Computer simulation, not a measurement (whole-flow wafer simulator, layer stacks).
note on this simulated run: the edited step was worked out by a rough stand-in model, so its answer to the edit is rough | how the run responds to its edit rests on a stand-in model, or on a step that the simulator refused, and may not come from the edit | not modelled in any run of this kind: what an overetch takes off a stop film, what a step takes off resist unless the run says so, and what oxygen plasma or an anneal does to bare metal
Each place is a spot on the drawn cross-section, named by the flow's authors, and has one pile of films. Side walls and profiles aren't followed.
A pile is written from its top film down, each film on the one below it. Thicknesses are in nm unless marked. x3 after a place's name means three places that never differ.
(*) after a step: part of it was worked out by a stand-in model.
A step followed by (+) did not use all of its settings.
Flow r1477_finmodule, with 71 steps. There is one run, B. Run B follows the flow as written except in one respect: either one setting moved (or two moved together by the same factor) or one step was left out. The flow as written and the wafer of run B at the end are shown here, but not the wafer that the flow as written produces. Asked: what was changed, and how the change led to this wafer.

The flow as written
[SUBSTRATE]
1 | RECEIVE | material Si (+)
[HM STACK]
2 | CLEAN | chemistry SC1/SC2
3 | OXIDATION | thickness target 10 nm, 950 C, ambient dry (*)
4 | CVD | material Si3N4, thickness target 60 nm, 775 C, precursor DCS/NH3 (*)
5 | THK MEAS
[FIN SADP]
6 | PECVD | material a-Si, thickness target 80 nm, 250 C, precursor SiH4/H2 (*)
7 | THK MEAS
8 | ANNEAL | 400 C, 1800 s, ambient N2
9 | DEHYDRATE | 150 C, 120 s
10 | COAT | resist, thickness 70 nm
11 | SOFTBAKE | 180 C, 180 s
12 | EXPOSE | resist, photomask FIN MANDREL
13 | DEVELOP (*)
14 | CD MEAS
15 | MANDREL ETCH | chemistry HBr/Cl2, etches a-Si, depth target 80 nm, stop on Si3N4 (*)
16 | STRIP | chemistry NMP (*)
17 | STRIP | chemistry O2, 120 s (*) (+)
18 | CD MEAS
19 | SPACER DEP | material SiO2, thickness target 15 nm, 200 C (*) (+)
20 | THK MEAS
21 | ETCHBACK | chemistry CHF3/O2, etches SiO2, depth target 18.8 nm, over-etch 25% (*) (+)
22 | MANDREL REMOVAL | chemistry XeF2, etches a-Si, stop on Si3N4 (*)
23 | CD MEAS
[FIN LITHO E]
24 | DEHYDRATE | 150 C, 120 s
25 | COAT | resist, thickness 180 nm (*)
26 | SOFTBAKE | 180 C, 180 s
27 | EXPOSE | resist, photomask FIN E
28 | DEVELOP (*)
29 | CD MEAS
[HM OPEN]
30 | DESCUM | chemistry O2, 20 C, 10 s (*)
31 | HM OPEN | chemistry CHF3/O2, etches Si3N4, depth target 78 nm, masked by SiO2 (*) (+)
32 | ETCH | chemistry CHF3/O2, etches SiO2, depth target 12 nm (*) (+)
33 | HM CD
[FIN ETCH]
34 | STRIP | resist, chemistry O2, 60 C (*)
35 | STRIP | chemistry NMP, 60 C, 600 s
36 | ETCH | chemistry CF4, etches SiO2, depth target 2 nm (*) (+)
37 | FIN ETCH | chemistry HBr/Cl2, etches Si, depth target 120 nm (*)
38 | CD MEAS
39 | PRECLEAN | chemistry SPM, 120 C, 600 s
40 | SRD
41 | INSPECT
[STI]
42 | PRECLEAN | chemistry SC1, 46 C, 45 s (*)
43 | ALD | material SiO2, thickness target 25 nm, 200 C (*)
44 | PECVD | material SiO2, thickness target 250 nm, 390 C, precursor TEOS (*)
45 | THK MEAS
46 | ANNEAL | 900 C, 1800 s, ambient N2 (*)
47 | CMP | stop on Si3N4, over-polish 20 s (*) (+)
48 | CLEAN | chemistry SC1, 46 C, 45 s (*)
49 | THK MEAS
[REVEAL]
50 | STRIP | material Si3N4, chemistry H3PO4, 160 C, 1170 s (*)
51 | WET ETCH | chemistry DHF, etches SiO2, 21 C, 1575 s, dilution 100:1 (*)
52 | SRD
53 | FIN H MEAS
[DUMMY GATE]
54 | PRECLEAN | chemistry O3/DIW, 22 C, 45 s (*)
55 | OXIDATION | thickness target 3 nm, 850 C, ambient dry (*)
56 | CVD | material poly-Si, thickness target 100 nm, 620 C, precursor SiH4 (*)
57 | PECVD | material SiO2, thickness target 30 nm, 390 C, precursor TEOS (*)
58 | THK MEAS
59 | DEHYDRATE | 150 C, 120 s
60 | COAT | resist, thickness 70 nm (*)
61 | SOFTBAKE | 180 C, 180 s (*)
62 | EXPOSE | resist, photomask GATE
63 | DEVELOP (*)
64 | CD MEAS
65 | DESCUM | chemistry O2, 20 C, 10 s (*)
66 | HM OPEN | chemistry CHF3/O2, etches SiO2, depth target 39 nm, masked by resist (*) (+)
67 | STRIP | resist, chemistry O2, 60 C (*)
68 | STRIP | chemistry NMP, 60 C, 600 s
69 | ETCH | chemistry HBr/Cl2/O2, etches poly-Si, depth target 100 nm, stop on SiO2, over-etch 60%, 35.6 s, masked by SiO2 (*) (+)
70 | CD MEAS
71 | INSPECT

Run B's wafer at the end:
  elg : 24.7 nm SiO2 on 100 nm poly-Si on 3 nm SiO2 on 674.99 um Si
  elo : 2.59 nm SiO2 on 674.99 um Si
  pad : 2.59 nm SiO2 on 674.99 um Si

What caused this: step 3, OXIDATION: 1069 C was run, whereas the flow has 950 C.

Step by step, how the change led to this:
  3 | OXIDATION | thickness target 10 nm, 950 C, ambient dry (*)
      pad, padg, elg and 33 more: +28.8 SiO2 (new film), -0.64 chemical SiO2 (all of it), -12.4 Si (it would be, as written: +10 SiO2 (new film), -0.64 chemical SiO2 (all of it), -4.12 Si)
  31 | HM OPEN | chemistry CHF3/O2, etches Si3N4, depth target 78 nm, masked by SiO2 (*) (+)
      pad, padg, esg and 13 more: -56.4 Si3N4 (all of it), -10.8 SiO2 (it would be, as written: -56.4 Si3N4 (all of it), -10 SiO2 (all of it))
  32 | ETCH | chemistry CHF3/O2, etches SiO2, depth target 12 nm (*) (+)
      pad, padg, e40sg and 11 more: -12 SiO2 (it would be, as written: -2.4 Si)
      s40cg, s45cg, s50cg, s40co, s45co, s50co: -12 SiO2 (it would be, as written: -1 SiO2 (all of it), -2.2 Si)
      (also at 2 further places)
  34 | STRIP | resist, chemistry O2, 60 C (*)
      pad, padg, esg and 19 more: nothing (it would be, as written: +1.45 chemical SiO2 (new film), -0.64 Si)
  36 | ETCH | chemistry CF4, etches SiO2, depth target 2 nm (*) (+)
      pad, padg, esg and 19 more: -2 SiO2 (it would be, as written: -1.45 chemical SiO2 (all of it), -0.46 Si)
  37 | FIN ETCH | chemistry HBr/Cl2, etches Si, depth target 120 nm (*)
      pad, padg, esg and 19 more: nothing (it would be, as written: -120 Si)
      elg, e40lg, e100lg, e200lg, elo, e40lo, e100lo, e200lo: nothing (it would be, as written: -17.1 Si3N4)
      (also at 6 further places)
  39 | PRECLEAN | chemistry SPM, 120 C, 600 s
      pad, padg, esg and 19 more: nothing (it would be, as written: +0.8 chemical SiO2 (new film), -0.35 Si)
  43 | ALD | material SiO2, thickness target 25 nm, 200 C (*)
      pad, padg, e40sg and 12 more: +25 SiO2 (it would be, as written: +25 SiO2 (new film))
      s40cg, s45cg, s50cg, s40co, s45co, s50co: +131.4 SiO2 (it would be, as written: +232.1 SiO2 (new film))
      (also at 1 further place)
  47 | CMP | stop on Si3N4, over-polish 20 s (*) (+)
      elg, e40lg, e100lg, e200lg, elo, e40lo, e100lo, e200lo: -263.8 SiO2 (all of it), -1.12 Si3N4 (it would be, as written: -241.6 SiO2)
      pad, padg, e40sg and 11 more: -186.2 SiO2 (it would be, as written: -71.8 SiO2)
      (also at 14 further places)
  50 | STRIP | material Si3N4, chemistry H3PO4, 160 C, 1170 s (*)
      elg, e40lg, e100lg, e200lg, elo, e40lo, e100lo, e200lo: -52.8 Si3N4 (all of it), -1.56 SiO2 (it would be, as written: -4.28 SiO2)
      s40sg_line, s45sg_line, s50sg_line, s40so_line, s45so_line, s50so_line: -52.8 Si3N4 (all of it), -1.56 SiO2 (it would be, as written: -58.9 Si3N4 (all of it), -1.37 SiO2)
  51 | WET ETCH | chemistry DHF, etches SiO2, 21 C, 1575 s, dilution 100:1 (*)
      pad, padg, e40sg and 11 more: -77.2 SiO2 (all of it) (it would be, as written: -85.7 SiO2)
      elg, e40lg, e100lg, e200lg, elo, e40lo, e100lo, e200lo: -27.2 SiO2 (all of it) (it would be, as written: -17.8 SiO2 (all of it), -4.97 Si3N4)
      (also at 14 further places)
  54 | PRECLEAN | chemistry O3/DIW, 22 C, 45 s (*)
      pad, padg, elg and 27 more: +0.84 chemical SiO2 (new film), -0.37 Si (it would be, as written: nothing)
  55 | OXIDATION | thickness target 3 nm, 850 C, ambient dry (*)
      pad, padg, e40sg and 12 more: +3 SiO2 (new film), -0.84 chemical SiO2 (all of it), -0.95 Si (it would be, as written: +1.21 SiO2, -0.74 chemical SiO2 (all of it), -0.21 Si)
      elg, e40lg, e100lg, e200lg, elo, e40lo, e100lo, e200lo: +3 SiO2 (new film), -0.84 chemical SiO2 (all of it), -0.95 Si (it would be, as written: nothing)
      (also at 7 further places)
  56 | CVD | material poly-Si, thickness target 100 nm, 620 C, precursor SiH4 (*)
      s40cg, s40co: +100 poly-Si (new film) (it would be, as written: +113.9 poly-Si (new film))
      s45cg, s45co: +100 poly-Si (new film) (it would be, as written: +113.4 poly-Si (new film))
      (also at 3 further places)
  60 | COAT | resist, thickness 70 nm (*)
      e40lg, e100lg, e200lg, elo, e40lo, e100lo, e200lo: +70 resist (new film) (it would be, as written: +66.9 resist (new film))
      s40sg, s45sg, s40so, s45so: +70 resist (new film) (it would be, as written: +91 resist (new film))
      (also at 17 further places)
  63 | DEVELOP (*)
      elo, e40lo, e100lo, e200lo: -70 resist (all of it) (it would be, as written: -66.9 resist (all of it))
      eso, e40so: -70 resist (all of it) (it would be, as written: -129.5 resist (all of it))
      (also at 9 further places)
  ... and 1 more step ...
  69 | ETCH | chemistry HBr/Cl2/O2, etches poly-Si, depth target 100 nm, stop on SiO2, over-etch 60%, 35.6 s, masked by SiO2 (*) (+)
      s40co: -1 chemical SiO2 (all of it), -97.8 poly-Si (all of it), -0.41 SiO2 (it would be, as written: -1.46 chemical SiO2 (all of it), -111.5 poly-Si (all of it), -0.24 SiO2)
      s45co: -1 chemical SiO2 (all of it), -97.8 poly-Si (all of it), -0.41 SiO2 (it would be, as written: -1.46 chemical SiO2 (all of it), -110.9 poly-Si (all of it), -0.25 SiO2)
      (also at 1 further place)
